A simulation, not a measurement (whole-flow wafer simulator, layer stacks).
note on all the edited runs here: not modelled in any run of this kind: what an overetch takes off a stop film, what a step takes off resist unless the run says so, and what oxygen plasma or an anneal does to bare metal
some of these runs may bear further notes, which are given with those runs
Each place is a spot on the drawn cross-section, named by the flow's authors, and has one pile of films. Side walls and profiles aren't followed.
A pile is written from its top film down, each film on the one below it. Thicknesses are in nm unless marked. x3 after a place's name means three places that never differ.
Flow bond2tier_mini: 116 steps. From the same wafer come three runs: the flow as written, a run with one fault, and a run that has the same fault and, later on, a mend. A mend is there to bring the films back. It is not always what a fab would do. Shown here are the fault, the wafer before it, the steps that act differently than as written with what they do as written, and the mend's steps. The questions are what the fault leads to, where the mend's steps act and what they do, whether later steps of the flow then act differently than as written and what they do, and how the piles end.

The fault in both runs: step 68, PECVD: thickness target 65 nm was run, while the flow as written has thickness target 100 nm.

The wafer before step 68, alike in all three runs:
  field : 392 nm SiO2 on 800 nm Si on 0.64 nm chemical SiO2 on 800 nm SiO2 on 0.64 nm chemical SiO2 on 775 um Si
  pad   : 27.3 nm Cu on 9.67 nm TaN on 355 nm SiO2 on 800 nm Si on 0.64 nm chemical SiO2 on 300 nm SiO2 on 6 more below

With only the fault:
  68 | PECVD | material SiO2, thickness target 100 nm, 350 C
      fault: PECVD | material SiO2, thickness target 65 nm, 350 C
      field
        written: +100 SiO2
        fault: +65 SiO2
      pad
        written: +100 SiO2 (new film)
        fault: +65 SiO2 (new film)
  Steps later in the flow that act otherwise than as written (2 other steps are not shown; they differ only slightly, by no more than 2% or 0.5 nm, whichever is larger):
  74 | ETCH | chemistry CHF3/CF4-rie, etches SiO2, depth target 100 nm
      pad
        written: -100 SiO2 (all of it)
        fault: -65 SiO2 (all of it), -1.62 Cu
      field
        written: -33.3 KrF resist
        fault: -32.5 KrF resist
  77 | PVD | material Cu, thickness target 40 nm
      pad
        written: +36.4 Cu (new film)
        fault: +37.6 Cu (new film)
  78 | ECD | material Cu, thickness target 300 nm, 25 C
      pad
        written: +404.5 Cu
        fault: +369.6 Cu
  At field, pad, the piles at the end differ from the flow's by more than 2% or 0.5 nm, whichever is larger.
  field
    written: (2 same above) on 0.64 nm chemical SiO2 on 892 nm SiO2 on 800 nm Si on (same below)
    fault: (2 same above) on 0.64 nm chemical SiO2 on 857 nm SiO2 on 800 nm Si on (same below)
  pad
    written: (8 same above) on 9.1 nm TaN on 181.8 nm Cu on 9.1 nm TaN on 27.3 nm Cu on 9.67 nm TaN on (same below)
    fault: (8 same above) on 9.1 nm TaN on 148.1 nm Cu on 9.44 nm TaN on 25.7 nm Cu on 9.67 nm TaN on (same below)

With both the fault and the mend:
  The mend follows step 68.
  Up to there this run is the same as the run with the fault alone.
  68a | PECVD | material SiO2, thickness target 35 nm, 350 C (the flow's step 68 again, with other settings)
      field, pad
        +35 SiO2
  Every later step of the flow that is run acts as written at every place that is followed.
  The piles end the same as the flow's at every place that both follow.
